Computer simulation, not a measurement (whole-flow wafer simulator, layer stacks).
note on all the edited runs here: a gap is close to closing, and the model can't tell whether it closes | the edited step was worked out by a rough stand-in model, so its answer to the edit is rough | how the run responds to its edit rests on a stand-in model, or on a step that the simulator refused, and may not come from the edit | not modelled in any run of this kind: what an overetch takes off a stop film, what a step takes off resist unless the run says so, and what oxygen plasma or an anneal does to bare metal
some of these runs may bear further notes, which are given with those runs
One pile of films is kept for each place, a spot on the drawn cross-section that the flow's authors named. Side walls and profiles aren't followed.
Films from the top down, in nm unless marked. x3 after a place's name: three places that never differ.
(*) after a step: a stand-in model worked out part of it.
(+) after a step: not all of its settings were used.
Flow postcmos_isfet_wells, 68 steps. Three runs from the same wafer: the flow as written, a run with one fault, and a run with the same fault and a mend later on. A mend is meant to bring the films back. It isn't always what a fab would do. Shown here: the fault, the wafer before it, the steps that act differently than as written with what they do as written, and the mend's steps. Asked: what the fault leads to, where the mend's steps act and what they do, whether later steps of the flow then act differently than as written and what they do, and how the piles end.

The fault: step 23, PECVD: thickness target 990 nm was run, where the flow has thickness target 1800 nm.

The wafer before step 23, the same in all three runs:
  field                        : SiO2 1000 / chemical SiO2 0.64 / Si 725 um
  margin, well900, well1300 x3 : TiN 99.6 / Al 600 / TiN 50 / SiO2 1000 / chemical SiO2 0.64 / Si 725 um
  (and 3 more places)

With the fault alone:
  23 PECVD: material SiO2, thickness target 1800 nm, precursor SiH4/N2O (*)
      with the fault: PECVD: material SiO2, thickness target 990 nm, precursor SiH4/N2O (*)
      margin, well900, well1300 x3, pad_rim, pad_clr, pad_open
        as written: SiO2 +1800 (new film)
        with the fault: SiO2 +990 (new film)
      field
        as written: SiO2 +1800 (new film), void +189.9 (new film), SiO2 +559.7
        with the fault: SiO2 +990 (new film), void +190.2 (new film), SiO2 +559.3
  Later steps of the flow that act differently than as written:
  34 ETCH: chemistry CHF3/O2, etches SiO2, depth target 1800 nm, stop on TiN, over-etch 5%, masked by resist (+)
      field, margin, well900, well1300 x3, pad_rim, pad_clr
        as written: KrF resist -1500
        with the fault: KrF resist -866.2
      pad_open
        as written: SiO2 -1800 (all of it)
        with the fault: SiO2 -990 (all of it)
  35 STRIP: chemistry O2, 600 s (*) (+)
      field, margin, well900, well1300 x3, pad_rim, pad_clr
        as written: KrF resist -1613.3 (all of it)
        with the fault: KrF resist -2247.1 (all of it)
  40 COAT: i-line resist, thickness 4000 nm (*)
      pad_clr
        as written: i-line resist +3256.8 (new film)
        with the fault: i-line resist +3515.7 (new film)
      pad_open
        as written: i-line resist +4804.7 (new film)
        with the fault: i-line resist +4512.3 (new film)
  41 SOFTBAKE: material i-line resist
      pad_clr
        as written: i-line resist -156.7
        with the fault: i-line resist -81.9
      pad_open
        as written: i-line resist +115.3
        with the fault: i-line resist +76.9
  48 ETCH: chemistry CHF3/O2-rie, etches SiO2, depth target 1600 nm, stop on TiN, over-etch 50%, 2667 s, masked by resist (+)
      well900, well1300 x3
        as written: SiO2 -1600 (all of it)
        with the fault: SiO2 -790 (all of it)
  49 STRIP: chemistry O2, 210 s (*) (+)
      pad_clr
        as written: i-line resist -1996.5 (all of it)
        with the fault: i-line resist -2330.1 (all of it)
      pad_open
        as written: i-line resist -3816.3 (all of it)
        with the fault: i-line resist -3485.5 (all of it)
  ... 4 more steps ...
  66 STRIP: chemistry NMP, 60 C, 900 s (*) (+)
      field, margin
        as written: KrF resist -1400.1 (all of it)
        with the fault: KrF resist -1784.3 (all of it)
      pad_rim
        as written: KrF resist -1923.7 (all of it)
        with the fault: KrF resist -2110 (all of it)
  At the end the piles differ from the flow's by more than 2% or 0.5 nm, whichever is larger, at field, margin, pad_rim, pad_clr.
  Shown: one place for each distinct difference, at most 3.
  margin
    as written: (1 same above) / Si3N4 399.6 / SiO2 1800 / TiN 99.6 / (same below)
    with the fault: (1 same above) / Si3N4 399.6 / SiO2 990 / TiN 99.6 / (same below)
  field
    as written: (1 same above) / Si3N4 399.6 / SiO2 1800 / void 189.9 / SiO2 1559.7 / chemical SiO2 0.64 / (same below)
    with the fault: (1 same above) / Si3N4 399.6 / SiO2 990 / void 190.2 / SiO2 1559.3 / chemical SiO2 0.64 / (same below)
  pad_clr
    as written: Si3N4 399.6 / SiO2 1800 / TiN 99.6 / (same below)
    with the fault: Si3N4 399.6 / SiO2 990 / TiN 99.6 / (same below)

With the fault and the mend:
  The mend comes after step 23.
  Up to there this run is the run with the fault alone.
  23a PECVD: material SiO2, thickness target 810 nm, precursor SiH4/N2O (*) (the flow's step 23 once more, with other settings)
      field, margin, well900, well1300 x3, pad_rim, pad_clr, pad_open
        SiO2 +810
  No later step of the flow acts differently than as written at any place that is followed.
  At the end the piles differ from the flow's only slightly at the places that both follow, by at most 2% or 0.5 nm, whichever is larger.
